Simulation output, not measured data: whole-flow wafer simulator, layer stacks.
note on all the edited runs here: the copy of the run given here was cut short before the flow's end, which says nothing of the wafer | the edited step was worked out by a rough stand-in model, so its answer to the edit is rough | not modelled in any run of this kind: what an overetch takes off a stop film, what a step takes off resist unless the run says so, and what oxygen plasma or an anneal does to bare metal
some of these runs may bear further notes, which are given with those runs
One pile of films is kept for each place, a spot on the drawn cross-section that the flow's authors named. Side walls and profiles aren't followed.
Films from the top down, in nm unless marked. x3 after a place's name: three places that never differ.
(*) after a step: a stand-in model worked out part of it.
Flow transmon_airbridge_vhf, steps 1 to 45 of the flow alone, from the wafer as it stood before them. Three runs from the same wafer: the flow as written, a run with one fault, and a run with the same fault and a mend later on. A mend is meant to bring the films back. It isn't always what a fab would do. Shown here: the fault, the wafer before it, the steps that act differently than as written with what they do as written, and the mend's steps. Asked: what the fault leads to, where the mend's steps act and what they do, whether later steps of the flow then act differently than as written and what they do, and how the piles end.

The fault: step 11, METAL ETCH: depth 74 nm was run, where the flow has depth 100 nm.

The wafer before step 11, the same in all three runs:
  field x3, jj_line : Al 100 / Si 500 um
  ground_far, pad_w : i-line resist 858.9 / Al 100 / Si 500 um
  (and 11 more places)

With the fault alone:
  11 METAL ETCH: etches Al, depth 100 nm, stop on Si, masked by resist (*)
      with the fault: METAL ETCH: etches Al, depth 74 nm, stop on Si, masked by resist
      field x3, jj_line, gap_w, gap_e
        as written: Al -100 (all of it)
        with the fault: Al -74
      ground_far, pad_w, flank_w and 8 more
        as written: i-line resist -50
        with the fault: i-line resist -37
  Later steps of the flow that act differently than as written (20 more steps differ only slightly, by at most 2% or 0.5 nm, whichever is larger, and aren't shown):
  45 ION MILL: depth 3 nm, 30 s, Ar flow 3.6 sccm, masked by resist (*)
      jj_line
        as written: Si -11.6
        with the fault: Al -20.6
  At the end the piles differ from the flow's by more than 2% or 0.5 nm, whichever is larger, at field x3, jj_line, gap_w, gap_e.
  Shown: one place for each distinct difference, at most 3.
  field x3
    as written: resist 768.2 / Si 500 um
    with the fault: resist 768.2 / Al 26 / Si 500 um
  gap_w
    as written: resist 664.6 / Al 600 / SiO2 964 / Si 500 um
    with the fault: resist 657.7 / Al 600 / SiO2 964 / Al 26 / Si 500 um
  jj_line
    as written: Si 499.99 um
    with the fault: Al 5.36 / Si 500 um

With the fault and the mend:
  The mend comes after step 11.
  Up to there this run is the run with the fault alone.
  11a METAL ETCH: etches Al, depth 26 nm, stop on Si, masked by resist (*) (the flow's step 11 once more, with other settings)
      ground_far, pad_w, flank_w and 8 more
        i-line resist -13
      field x3, jj_line, gap_w, gap_e
        Al -26 (all of it)
  No later step of the flow acts differently than as written at any place that is followed.
  At the end the piles are the same as the flow's at every place that both follow.
